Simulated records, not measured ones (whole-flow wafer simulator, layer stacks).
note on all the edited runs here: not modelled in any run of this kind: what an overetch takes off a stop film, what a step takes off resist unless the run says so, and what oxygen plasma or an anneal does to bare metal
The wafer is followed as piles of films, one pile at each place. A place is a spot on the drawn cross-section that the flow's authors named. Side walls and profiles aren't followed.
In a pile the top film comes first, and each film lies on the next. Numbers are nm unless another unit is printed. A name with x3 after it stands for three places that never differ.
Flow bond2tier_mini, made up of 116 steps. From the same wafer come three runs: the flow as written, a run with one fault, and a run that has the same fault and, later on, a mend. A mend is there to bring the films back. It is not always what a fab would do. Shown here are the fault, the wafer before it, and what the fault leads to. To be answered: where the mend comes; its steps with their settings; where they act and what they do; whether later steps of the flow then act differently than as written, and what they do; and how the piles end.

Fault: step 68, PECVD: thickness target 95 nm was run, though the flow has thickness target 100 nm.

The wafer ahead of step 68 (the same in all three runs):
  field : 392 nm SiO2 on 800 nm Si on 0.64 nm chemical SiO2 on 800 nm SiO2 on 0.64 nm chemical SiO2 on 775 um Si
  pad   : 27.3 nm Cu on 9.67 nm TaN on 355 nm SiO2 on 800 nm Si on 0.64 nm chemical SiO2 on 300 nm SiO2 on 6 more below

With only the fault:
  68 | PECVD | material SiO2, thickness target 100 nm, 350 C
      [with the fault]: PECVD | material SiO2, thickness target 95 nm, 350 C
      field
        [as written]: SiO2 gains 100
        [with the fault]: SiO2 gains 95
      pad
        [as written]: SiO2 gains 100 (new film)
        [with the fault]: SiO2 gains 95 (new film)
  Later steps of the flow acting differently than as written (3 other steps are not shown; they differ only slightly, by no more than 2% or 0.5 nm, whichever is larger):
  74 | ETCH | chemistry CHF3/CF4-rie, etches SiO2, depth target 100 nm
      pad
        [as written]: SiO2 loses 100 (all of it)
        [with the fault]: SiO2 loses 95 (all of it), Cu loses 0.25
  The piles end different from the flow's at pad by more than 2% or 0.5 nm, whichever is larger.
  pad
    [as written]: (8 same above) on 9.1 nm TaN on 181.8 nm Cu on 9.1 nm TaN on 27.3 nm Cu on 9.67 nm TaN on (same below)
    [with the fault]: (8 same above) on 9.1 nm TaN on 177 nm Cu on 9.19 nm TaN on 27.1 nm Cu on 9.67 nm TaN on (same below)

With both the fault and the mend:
  The mend stands after step 68.
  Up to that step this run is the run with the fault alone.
  68a | PECVD | material SiO2, thickness target 5 nm, 350 C (the flow's step 68, run once more with other settings)
      field, pad
        SiO2 gains 5
  None of the later steps of the flow acts differently than as written at any place that is followed.
  By the end, the piles equal the flow's at every place that both follow.
